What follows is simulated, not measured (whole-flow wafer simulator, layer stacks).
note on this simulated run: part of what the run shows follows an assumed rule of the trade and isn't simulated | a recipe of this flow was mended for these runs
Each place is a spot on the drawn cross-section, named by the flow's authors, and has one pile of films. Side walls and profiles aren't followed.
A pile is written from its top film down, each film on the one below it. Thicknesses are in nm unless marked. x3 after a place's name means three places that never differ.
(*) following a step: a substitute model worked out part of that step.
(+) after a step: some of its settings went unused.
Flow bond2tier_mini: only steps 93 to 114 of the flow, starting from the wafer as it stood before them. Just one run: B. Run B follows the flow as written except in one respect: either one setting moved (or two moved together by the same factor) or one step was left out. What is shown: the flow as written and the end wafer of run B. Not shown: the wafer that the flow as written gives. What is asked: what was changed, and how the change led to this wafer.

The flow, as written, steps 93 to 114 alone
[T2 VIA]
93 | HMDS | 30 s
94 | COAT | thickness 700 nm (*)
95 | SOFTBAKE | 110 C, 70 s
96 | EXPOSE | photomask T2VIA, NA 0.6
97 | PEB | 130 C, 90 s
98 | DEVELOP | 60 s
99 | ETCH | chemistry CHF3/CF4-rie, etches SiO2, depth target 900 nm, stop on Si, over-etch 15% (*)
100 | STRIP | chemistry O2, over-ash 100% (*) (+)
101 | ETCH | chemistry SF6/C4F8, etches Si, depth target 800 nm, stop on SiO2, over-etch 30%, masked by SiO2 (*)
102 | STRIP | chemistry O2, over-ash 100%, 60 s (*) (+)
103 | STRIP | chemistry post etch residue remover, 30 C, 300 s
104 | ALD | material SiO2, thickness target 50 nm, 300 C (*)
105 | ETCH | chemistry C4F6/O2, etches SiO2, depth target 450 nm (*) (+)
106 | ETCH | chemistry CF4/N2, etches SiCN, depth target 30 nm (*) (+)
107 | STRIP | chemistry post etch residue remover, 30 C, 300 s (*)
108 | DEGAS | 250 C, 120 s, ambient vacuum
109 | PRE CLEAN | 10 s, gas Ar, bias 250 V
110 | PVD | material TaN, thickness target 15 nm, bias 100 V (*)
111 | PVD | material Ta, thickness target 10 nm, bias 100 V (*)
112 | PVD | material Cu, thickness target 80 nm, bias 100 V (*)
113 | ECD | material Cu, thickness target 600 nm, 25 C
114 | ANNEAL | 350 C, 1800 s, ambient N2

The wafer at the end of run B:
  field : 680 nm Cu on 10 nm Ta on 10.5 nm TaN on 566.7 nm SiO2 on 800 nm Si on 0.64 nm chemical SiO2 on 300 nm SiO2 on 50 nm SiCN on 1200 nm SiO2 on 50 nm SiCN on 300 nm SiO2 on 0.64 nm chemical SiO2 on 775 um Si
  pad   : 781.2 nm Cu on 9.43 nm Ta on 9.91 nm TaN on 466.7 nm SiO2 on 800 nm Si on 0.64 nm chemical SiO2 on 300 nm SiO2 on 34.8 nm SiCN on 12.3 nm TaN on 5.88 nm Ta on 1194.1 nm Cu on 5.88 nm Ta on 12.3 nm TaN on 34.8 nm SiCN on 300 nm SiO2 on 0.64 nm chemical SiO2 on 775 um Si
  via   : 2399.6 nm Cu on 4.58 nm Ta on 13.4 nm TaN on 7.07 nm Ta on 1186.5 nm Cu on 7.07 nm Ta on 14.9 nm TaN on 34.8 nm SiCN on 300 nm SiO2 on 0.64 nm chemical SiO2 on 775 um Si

The reason: step 110, PVD: thickness target 10.5 nm was run, whereas the flow has thickness target 15 nm.
The wafer lets one read it off: field has TaN 10.5, and step 110 as written asks for 15 nm.

Step by step, how the change led to this:
  110 | PVD | material TaN, thickness target 15 nm, bias 100 V (*)
      field: TaN gains 10.5 (new film) (it would be, as written: TaN gains 15 (new film))
      pad: TaN gains 9.91 (new film) (it would be, as written: TaN gains 14.2 (new film))
      (and at 1 other place as well)
